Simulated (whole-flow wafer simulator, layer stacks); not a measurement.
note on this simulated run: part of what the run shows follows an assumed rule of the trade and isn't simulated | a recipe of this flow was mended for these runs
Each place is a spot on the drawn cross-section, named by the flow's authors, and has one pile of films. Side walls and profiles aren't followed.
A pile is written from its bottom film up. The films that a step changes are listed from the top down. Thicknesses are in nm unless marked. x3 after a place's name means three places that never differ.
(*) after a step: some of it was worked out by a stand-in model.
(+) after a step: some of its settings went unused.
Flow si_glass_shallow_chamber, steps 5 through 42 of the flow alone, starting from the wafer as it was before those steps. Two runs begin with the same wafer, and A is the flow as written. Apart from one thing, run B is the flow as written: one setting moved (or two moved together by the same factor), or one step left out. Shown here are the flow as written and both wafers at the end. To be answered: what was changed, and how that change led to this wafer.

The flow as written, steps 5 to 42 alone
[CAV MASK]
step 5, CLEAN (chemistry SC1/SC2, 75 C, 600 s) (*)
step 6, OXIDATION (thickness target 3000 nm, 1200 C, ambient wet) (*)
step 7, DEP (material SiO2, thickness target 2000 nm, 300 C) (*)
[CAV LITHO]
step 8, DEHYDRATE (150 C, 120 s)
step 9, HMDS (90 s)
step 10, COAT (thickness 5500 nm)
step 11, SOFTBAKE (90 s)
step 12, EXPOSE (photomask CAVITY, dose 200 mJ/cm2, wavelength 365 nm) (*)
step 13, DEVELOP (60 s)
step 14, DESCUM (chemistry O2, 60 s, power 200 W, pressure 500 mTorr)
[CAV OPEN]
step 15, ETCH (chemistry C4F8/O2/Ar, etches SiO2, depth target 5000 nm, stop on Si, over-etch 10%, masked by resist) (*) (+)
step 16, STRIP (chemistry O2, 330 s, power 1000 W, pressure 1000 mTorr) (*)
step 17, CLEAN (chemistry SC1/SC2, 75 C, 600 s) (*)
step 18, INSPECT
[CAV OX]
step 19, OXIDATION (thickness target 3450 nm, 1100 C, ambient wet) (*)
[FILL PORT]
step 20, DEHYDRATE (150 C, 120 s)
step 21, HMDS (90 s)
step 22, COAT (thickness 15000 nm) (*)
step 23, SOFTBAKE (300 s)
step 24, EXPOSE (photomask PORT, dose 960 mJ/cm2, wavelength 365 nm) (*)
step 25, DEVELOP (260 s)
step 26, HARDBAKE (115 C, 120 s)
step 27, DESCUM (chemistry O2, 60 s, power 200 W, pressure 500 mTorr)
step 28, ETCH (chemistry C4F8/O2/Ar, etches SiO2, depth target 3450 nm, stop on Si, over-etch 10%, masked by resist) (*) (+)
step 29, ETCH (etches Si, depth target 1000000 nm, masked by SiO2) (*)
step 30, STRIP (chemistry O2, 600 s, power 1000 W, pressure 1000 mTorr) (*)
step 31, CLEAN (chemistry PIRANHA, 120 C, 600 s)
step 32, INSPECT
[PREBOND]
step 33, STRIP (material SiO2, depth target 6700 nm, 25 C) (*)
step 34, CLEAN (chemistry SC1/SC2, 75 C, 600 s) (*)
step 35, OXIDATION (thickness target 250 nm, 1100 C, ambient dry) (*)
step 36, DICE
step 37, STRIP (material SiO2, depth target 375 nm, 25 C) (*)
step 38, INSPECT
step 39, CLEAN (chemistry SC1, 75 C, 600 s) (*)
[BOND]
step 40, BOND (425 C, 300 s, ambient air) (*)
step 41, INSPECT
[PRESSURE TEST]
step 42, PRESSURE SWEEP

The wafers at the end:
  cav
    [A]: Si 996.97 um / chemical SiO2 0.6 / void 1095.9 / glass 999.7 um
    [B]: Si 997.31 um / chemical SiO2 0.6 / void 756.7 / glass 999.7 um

Cause: step 15, ETCH: depth target 3900 nm was run, though the flow has depth target 5000 nm.

Step by step, how the change led to this:
  step 15, ETCH (chemistry C4F8/O2/Ar, etches SiO2, depth target 5000 nm, stop on Si, over-etch 10%, masked by resist) (*) (+)
      cav, port: A SiO2 loses 5000 (all of it), Si loses 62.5 | B SiO2 loses 4290
      rim, ramp, septum, ring: A thick-i-line-resist loses 1100 | B thick-i-line-resist loses 858
  step 16, STRIP (chemistry O2, 330 s, power 1000 W, pressure 1000 mTorr) (*)
      cav, port: A chemical SiO2 gains 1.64 (new film), Si loses 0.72 | B nothing
      rim, ramp, septum, ring: A thick-i-line-resist loses 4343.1 (all of it) | B thick-i-line-resist loses 4585.1 (all of it)
  step 17, CLEAN (chemistry SC1/SC2, 75 C, 600 s) (*)
      cav, port: A chemical SiO2 loses 1.04, Si loses 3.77 | B SiO2 loses 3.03
  step 19, OXIDATION (thickness target 3450 nm, 1100 C, ambient wet) (*)
      cav, port: A SiO2 gains 3450 (new film), chemical SiO2 loses 0.6 (all of it), Si loses 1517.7 | B SiO2 gains 2830.7, Si loses 1245.5
  step 22, COAT (thickness 15000 nm) (*)
      rim: A thick-i-line-resist gains 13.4 um (new film) | B thick-i-line-resist gains 13.58 um (new film)
      ramp: A thick-i-line-resist gains 12.89 um (new film) | B thick-i-line-resist gains 13.12 um (new film)
      (also at 4 further places)
  step 23, SOFTBAKE (300 s)
      rim: A thick-i-line-resist loses 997 | B thick-i-line-resist loses 877.3
      ramp: A thick-i-line-resist loses 487.1 | B thick-i-line-resist loses 424.4
      (also at 4 further places)
  step 25, DEVELOP (260 s)
      port: A thick-i-line-resist loses 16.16 um (all of it) | B thick-i-line-resist loses 16.02 um (all of it)
  step 26, HARDBAKE (115 C, 120 s)
      rim, ramp: A thick-i-line-resist loses 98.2 | B thick-i-line-resist loses 101.8
  step 28, ETCH (chemistry C4F8/O2/Ar, etches SiO2, depth target 3450 nm, stop on Si, over-etch 10%, masked by resist) (*) (+)
      port: A SiO2 loses 3450 (all of it), Si loses 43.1 | B SiO2 loses 3537.7 (all of it), Si loses 32.2
  step 29, ETCH (etches Si, depth target 1000000 nm, masked by SiO2) (*)
      rim, ramp: A thick-i-line-resist loses 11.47 um (all of it), SiO2 loses 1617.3 | B thick-i-line-resist loses 11.77 um (all of it), SiO2 loses 1461.6
      port: A hole gains 997.05 um (new film), Si loses 997.05 um (all of it) | B hole gains 997.4 um (new film), Si loses 997.4 um (all of it)
      (also at 2 further places)
  step 30, STRIP (chemistry O2, 600 s, power 1000 W, pressure 1000 mTorr) (*)
      cav: A thick-i-line-resist loses 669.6 (all of it) | B thick-i-line-resist loses 539.9 (all of it)
  step 33, STRIP (material SiO2, depth target 6700 nm, 25 C) (*)
      rim, ramp: A SiO2 loses 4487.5 (all of it) | B SiO2 loses 4643.2 (all of it)
      cav: A SiO2 loses 3450 (all of it) | B SiO2 loses 3537.7 (all of it)
  step 40, BOND (425 C, 300 s, ambient air) (*)
      cav: A glass gains 999.7 um (new film), void gains 1095.9 (new film) | B glass gains 999.7 um (new film), void gains 756.7 (new film)
      port: A glass gains 999.7 um (new film), hole gains 1017.3 | B glass gains 999.7 um (new film), hole gains 667.1
